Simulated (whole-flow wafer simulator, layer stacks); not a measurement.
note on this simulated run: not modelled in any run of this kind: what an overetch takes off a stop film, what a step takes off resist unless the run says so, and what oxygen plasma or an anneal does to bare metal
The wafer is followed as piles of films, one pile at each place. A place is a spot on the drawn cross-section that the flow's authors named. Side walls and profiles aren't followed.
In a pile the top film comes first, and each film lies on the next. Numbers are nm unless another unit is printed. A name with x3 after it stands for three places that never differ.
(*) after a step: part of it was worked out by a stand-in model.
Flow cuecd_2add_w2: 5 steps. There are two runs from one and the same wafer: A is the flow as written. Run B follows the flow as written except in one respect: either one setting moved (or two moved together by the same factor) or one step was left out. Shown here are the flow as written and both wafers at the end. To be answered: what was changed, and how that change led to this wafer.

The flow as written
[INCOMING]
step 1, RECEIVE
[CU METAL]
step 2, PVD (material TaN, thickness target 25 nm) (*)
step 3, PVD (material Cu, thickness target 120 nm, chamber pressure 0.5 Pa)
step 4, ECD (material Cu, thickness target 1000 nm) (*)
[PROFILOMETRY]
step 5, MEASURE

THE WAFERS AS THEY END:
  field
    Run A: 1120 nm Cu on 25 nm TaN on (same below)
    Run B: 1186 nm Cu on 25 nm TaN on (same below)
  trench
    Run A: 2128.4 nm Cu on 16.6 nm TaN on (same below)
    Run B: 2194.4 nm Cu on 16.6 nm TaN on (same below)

What caused this: step 3, PVD: thickness target 186 nm was run, while the flow as written has thickness target 120 nm.

Step by step, how the change led to this:
  step 3, PVD (material Cu, thickness target 120 nm, chamber pressure 0.5 Pa)
      field: A Cu gains 120 (new film) | B Cu gains 186 (new film)
      trench: A Cu gains 80.8 (new film) | B Cu gains 124.8 (new film)
